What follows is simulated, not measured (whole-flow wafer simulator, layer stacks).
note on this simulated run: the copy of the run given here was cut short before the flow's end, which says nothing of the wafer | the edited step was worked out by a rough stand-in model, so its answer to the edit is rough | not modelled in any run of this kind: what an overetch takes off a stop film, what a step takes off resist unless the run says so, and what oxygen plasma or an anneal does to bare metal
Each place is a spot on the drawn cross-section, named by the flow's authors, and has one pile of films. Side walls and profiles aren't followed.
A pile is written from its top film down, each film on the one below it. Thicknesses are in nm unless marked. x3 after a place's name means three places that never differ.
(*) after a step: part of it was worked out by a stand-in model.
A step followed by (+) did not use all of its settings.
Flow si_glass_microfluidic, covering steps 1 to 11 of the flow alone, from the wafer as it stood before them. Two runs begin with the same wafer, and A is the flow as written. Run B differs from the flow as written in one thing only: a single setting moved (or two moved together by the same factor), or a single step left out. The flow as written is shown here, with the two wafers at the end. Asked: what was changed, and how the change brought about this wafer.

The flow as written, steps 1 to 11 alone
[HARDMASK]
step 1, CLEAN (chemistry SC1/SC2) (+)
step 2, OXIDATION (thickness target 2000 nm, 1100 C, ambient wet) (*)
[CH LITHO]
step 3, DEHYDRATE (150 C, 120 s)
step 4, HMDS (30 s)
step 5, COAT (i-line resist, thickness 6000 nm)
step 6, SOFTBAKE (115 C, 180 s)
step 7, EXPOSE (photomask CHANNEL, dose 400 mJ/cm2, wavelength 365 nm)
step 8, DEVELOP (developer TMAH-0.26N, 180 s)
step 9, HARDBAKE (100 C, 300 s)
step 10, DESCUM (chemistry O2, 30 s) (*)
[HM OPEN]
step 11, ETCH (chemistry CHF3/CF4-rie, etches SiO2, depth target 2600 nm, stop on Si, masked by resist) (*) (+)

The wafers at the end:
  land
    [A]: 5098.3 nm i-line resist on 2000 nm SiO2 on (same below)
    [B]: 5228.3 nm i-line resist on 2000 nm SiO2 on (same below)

Cause: step 11, ETCH: depth target 2210 nm was run, whereas the flow has depth target 2600 nm.

The path from the change to this, step by step:
  step 11, ETCH (chemistry CHF3/CF4-rie, etches SiO2, depth target 2600 nm, stop on Si, masked by resist) (*) (+)
      land: A -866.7 i-line resist | B -736.7 i-line resist
